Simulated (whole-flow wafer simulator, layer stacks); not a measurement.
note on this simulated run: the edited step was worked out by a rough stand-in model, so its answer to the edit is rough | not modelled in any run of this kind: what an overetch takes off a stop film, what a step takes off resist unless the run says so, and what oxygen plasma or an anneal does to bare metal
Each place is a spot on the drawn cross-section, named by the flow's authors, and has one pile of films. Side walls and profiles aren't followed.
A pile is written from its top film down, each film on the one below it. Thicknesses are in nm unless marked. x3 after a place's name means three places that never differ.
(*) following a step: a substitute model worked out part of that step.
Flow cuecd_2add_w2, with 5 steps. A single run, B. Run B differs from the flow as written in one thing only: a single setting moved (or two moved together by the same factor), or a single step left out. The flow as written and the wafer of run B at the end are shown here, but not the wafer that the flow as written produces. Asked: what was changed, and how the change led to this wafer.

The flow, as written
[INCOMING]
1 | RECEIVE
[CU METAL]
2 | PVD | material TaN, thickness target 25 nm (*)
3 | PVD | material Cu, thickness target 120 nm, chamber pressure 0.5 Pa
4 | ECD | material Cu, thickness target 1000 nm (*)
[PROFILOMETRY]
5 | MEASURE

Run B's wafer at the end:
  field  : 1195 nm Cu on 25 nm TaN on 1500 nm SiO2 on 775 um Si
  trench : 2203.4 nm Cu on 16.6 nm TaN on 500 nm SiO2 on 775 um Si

What caused this: step 4, ECD: thickness target 1075 nm was run, whereas the flow has thickness target 1000 nm.

How this came from the change, step by step:
  4 | ECD | material Cu, thickness target 1000 nm (*)
      field: +1075 Cu (it would be, as written: +1000 Cu)
      trench: +2122.6 Cu (it would be, as written: +2047.6 Cu)
